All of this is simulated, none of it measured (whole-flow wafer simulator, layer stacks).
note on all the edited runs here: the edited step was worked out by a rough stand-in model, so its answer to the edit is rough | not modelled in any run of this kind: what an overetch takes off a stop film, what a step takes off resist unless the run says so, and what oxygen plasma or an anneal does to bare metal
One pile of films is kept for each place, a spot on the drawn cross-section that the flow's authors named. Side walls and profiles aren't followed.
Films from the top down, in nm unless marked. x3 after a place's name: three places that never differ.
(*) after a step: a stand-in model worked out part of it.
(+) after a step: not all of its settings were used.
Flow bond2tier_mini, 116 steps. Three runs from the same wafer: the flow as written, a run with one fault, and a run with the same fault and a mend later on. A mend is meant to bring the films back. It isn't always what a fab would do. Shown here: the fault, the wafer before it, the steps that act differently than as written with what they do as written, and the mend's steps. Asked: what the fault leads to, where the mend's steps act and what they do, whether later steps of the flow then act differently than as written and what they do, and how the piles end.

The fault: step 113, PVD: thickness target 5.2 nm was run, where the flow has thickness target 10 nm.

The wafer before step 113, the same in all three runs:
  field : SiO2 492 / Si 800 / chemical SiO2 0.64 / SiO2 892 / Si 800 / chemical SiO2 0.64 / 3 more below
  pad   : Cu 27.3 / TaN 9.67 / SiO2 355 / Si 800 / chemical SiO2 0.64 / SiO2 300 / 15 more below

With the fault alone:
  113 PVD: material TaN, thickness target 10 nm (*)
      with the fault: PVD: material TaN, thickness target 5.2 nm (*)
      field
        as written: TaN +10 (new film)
        with the fault: TaN +5.2 (new film)
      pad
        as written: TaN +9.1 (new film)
        with the fault: TaN +4.73 (new film)
  Later steps of the flow that act differently than as written (1 more step differs only slightly, by at most 2% or 0.5 nm, whichever is larger, and isn't shown):
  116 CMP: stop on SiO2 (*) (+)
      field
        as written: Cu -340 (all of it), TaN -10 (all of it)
        with the fault: Cu -340 (all of it), TaN -5.2 (all of it)
  At the end the piles differ from the flow's by more than 2% or 0.5 nm, whichever is larger, at pad.
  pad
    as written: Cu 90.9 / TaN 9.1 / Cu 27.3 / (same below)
    with the fault: Cu 95.3 / TaN 4.73 / Cu 27.3 / (same below)

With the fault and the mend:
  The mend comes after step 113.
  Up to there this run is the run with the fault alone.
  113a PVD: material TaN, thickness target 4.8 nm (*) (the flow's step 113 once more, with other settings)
      field
        TaN +4.8
      pad
        TaN +4.37
  No later step of the flow acts differently than as written at any place that is followed.
  At the end the piles are the same as the flow's at every place that both follow.
